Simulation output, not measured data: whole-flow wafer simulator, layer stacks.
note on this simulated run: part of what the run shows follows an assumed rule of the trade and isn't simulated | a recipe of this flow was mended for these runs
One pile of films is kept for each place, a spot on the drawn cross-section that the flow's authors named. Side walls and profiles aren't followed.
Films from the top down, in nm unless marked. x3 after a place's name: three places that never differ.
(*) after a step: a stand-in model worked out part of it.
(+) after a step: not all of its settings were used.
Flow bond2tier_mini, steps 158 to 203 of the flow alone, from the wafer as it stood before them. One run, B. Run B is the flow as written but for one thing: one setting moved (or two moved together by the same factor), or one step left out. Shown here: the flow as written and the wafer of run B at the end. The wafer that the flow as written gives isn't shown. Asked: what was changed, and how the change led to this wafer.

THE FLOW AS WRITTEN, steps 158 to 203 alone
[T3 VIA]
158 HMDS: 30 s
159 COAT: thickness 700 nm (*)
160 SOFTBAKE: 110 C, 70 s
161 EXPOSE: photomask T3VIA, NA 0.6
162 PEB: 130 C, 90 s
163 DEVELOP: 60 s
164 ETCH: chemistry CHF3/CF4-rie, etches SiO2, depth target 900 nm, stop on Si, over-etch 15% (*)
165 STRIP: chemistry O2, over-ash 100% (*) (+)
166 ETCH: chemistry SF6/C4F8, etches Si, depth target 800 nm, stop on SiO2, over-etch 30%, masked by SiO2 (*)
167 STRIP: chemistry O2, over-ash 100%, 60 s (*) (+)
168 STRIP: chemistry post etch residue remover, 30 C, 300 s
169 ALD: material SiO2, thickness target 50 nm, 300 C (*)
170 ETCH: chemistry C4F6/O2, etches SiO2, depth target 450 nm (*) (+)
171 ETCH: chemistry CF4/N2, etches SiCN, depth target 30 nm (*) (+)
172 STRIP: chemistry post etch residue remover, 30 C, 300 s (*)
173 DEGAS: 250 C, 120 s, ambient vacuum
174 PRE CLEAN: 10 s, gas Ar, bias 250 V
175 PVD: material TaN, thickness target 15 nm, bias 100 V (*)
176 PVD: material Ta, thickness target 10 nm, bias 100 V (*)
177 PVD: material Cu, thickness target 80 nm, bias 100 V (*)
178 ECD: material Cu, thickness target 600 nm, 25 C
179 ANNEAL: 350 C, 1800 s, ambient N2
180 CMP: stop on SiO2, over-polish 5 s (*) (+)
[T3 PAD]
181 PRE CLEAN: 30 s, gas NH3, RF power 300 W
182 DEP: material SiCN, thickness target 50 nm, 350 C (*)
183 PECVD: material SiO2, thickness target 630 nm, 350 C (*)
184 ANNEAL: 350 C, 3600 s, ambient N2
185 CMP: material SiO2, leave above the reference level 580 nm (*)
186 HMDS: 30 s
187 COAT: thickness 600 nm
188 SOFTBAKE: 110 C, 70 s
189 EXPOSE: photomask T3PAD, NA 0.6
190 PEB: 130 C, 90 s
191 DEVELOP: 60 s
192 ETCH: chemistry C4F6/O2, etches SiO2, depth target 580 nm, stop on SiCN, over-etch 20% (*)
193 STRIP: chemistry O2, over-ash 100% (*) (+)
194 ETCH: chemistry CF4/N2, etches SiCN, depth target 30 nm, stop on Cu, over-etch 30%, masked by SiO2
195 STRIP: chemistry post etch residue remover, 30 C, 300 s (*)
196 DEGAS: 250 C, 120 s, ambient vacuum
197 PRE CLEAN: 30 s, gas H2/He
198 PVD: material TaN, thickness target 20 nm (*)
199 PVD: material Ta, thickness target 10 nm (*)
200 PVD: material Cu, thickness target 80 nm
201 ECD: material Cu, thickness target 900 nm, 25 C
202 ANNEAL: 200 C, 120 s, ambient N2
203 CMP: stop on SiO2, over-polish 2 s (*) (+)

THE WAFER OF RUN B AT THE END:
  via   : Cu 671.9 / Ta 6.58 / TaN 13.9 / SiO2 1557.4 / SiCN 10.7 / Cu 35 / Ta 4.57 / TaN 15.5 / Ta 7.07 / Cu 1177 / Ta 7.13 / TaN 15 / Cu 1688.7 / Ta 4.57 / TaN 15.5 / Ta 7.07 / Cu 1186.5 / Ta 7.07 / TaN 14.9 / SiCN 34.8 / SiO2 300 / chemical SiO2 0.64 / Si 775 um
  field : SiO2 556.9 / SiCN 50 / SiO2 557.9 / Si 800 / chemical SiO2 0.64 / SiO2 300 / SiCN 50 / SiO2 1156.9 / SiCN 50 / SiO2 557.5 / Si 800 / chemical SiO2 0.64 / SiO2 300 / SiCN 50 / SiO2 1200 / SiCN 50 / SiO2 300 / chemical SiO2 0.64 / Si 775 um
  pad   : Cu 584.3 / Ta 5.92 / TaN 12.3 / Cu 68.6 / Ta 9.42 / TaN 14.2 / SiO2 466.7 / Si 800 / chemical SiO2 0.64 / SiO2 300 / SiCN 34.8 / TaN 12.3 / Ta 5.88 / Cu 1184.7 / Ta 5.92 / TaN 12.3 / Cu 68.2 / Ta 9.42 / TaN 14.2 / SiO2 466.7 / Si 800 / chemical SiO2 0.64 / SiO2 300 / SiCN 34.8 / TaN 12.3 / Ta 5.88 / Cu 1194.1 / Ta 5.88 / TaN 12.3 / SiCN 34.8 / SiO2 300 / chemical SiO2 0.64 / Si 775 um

The cause: step 178, ECD: material Cu, thickness target 600 nm, 25 C, was left out.

How the change led to this, step by step:
  180 CMP: stop on SiO2, over-polish 5 s (*) (+)
      via: nothing (as written it would be: Cu -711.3)
      field: Cu -80 (all of it), Ta -10 (all of it), TaN -15 (all of it), SiO2 -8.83 (as written it would be: Cu -680 (all of it), Ta -10 (all of it), TaN -15 (all of it), SiO2 -9.22)
      (and at 1 more place)
  182 DEP: material SiCN, thickness target 50 nm, 350 C (*)
      via: SiCN +10.7 (new film) (as written it would be: SiCN +50 (new film))
  183 PECVD: material SiO2, thickness target 630 nm, 350 C (*)
      via: SiO2 +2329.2 (new film) (as written it would be: SiO2 +630 (new film))
  192 ETCH: chemistry C4F6/O2, etches SiO2, depth target 580 nm, stop on SiCN, over-etch 20% (*)
      via: SiO2 -696 (as written it would be: SiO2 -580 (all of it), SiCN -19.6)
  194 ETCH: chemistry CF4/N2, etches SiCN, depth target 30 nm, stop on Cu, over-etch 30%, masked by SiO2
      via: SiO2 -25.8 (as written it would be: SiCN -30.4 (all of it), Cu -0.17)
  195 STRIP: chemistry post etch residue remover, 30 C, 300 s (*)
      via: nothing (as written it would be: Cu -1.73)
  198 PVD: material TaN, thickness target 20 nm (*)
      via: TaN +13.9 (new film) (as written it would be: TaN +15 (new film))
  199 PVD: material Ta, thickness target 10 nm (*)
      via: Ta +6.58 (new film) (as written it would be: Ta +7.13 (new film))
  200 PVD: material Cu, thickness target 80 nm
      via: Cu +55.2 (new film) (as written it would be: Cu +59.4 (new film))
  201 ECD: material Cu, thickness target 900 nm, 25 C
      via: Cu +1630 (as written it would be: Cu +1534.4)
Counting metal films that touch as one body, via has 2 bodies (between them, from the top down: SiO2 1557.4 / SiCN 10.7); the flow as written gives 1 body.
